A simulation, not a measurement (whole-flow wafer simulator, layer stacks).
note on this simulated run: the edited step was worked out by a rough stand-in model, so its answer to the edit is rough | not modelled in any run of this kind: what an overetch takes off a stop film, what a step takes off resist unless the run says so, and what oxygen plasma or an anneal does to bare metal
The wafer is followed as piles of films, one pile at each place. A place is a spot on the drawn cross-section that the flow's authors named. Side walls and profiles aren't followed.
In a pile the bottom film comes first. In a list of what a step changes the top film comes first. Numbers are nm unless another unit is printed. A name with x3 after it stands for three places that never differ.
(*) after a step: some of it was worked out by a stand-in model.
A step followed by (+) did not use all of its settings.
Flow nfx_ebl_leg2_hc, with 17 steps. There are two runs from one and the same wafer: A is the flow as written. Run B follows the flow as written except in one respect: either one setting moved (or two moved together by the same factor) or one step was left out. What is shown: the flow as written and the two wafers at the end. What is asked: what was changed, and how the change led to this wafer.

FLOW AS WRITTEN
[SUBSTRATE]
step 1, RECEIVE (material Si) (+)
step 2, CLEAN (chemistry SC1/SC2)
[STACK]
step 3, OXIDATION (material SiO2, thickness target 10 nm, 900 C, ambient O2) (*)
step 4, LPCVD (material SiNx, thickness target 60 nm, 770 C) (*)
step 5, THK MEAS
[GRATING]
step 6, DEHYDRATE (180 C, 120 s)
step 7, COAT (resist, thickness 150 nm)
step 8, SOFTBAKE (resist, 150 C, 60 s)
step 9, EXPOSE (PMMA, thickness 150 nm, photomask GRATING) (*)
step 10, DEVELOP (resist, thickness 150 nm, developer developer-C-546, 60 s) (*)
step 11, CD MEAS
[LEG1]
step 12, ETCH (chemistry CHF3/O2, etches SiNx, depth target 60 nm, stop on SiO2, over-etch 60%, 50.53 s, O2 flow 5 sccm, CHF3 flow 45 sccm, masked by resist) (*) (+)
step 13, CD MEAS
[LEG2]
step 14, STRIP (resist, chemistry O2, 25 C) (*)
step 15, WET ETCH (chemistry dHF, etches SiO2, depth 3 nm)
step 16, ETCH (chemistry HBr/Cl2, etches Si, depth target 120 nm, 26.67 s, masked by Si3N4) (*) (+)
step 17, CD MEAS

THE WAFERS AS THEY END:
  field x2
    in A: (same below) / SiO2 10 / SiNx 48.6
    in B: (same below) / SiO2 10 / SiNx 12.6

Cause: step 4, LPCVD: thickness target 24 nm was run, though the flow has thickness target 60 nm.

How this came from the change, step by step:
  step 4, LPCVD (material SiNx, thickness target 60 nm, 770 C) (*)
      field x2, pad x2: A +60 SiNx (new film) | B +24 SiNx (new film)
  step 12, ETCH (chemistry CHF3/O2, etches SiNx, depth target 60 nm, stop on SiO2, over-etch 60%, 50.53 s, O2 flow 5 sccm, CHF3 flow 45 sccm, masked by resist) (*) (+)
      pad x2: A -60 SiNx (all of it), -10 SiO2 (all of it) | B -24 SiNx (all of it), -10 SiO2 (all of it)
